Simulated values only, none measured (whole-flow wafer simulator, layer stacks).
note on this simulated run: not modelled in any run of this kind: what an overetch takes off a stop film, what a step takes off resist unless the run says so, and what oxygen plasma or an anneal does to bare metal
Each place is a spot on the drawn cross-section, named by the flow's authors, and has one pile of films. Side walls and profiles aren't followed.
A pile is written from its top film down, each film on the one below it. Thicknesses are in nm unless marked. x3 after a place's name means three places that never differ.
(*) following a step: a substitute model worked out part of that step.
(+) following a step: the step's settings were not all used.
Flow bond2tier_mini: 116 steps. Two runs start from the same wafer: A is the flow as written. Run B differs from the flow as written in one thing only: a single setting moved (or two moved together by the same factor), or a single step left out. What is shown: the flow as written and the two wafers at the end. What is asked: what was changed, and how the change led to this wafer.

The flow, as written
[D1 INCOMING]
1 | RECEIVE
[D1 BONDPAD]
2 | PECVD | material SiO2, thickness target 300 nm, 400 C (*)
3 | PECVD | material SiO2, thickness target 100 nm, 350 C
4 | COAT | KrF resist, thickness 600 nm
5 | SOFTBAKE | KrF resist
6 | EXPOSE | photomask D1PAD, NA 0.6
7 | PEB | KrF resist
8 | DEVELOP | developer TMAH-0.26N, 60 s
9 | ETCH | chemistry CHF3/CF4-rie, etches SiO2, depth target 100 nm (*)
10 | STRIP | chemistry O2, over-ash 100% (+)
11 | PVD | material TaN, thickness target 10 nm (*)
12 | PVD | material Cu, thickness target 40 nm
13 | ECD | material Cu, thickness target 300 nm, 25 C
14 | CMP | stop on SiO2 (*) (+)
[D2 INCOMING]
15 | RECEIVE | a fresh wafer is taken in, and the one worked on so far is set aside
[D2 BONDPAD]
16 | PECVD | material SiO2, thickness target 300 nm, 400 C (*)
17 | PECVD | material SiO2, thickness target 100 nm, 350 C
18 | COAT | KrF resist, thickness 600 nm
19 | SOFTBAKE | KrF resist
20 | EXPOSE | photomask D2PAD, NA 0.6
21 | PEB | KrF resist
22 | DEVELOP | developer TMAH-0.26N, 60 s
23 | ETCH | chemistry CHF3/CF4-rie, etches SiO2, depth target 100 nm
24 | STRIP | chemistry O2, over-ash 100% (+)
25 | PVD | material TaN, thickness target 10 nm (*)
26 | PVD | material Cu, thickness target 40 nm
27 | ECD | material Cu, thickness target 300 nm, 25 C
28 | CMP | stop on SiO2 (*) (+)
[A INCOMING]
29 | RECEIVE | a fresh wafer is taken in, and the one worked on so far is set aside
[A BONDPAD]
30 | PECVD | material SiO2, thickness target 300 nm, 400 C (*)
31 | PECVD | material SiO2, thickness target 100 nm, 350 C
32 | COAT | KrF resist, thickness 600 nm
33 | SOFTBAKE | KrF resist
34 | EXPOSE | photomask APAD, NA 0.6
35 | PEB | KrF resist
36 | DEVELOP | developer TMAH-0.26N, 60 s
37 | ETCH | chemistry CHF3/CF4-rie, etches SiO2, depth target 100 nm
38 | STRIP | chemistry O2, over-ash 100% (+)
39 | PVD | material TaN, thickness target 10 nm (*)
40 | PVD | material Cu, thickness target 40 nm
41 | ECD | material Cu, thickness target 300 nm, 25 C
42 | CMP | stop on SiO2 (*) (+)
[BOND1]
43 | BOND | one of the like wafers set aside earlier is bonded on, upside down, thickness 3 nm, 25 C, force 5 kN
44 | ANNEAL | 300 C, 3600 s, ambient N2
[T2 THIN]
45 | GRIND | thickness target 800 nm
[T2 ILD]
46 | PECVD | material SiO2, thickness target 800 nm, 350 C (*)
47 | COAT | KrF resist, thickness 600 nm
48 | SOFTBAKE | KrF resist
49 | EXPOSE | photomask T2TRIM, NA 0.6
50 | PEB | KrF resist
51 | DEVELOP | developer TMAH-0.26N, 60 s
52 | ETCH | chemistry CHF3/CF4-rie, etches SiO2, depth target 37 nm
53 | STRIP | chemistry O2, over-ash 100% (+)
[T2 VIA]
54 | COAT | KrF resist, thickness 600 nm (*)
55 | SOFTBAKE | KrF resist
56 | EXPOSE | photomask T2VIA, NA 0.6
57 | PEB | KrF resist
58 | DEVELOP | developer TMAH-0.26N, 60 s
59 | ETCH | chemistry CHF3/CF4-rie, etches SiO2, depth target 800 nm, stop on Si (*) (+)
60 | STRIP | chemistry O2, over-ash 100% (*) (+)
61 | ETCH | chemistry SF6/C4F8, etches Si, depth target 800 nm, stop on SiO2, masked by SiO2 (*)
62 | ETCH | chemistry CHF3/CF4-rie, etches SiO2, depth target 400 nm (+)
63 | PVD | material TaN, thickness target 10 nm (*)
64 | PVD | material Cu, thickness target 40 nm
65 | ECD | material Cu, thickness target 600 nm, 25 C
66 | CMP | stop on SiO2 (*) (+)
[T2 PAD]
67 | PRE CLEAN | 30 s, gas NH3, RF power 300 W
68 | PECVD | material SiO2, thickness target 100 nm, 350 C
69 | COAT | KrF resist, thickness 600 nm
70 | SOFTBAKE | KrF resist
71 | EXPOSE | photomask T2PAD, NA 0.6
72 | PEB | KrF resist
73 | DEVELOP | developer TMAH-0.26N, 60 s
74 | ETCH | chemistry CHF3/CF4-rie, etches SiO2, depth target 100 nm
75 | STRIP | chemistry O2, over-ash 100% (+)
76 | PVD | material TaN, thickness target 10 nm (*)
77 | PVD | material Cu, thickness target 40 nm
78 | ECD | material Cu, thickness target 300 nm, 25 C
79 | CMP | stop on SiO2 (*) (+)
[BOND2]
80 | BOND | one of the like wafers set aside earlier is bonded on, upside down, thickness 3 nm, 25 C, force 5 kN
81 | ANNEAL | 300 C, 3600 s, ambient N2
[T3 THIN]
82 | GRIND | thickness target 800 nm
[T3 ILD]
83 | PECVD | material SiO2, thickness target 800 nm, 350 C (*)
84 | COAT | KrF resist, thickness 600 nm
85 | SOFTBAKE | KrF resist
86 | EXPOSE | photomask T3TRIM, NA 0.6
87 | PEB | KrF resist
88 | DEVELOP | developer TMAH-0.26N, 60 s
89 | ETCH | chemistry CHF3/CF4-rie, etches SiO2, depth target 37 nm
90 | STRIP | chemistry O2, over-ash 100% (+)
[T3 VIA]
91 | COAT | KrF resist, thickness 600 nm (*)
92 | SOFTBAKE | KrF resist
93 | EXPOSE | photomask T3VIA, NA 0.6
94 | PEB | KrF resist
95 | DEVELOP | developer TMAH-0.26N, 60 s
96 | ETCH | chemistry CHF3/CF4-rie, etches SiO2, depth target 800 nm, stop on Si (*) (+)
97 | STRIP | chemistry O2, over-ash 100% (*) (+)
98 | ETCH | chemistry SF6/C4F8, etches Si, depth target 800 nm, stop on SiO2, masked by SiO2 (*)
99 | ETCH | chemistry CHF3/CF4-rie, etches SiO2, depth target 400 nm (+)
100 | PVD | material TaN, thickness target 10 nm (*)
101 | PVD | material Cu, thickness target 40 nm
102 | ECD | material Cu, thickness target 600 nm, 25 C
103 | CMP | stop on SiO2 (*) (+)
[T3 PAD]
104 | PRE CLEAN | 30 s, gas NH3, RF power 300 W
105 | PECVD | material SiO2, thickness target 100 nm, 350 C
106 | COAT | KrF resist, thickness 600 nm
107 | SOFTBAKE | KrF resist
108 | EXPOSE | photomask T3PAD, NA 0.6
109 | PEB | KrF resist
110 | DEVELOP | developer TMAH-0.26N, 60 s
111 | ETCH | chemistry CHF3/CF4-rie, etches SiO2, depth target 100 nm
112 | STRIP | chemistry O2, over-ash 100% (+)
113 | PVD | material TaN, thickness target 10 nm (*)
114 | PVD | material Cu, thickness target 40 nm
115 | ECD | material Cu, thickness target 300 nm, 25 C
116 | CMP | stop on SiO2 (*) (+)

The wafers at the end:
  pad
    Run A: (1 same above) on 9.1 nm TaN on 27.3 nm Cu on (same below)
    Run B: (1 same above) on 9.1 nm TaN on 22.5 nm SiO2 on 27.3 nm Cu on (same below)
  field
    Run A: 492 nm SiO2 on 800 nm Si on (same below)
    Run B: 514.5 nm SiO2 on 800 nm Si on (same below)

The reason: step 105, PECVD: thickness target 122.5 nm was run, while the flow as written has thickness target 100 nm.

The path from the change to this, step by step:
  105 | PECVD | material SiO2, thickness target 100 nm, 350 C
      field: A +100 SiO2 | B +122.5 SiO2
      pad: A +100 SiO2 (new film) | B +122.5 SiO2 (new film)
  111 | ETCH | chemistry CHF3/CF4-rie, etches SiO2, depth target 100 nm
      pad: A -100 SiO2 (all of it) | B -100 SiO2
If metal films that touch count as one body, pad has 4 bodies (between them, from the top down: SiO2 22.5; SiO2 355 / Si 800 / chemical SiO2 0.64 / SiO2 300; SiO2 355 / Si 800 / chemical SiO2 0.64 / SiO2 300); the flow as written gives 3 bodies (between them, from the top down: SiO2 355 / Si 800 / chemical SiO2 0.64 / SiO2 300; SiO2 355 / Si 800 / chemical SiO2 0.64 / SiO2 300).
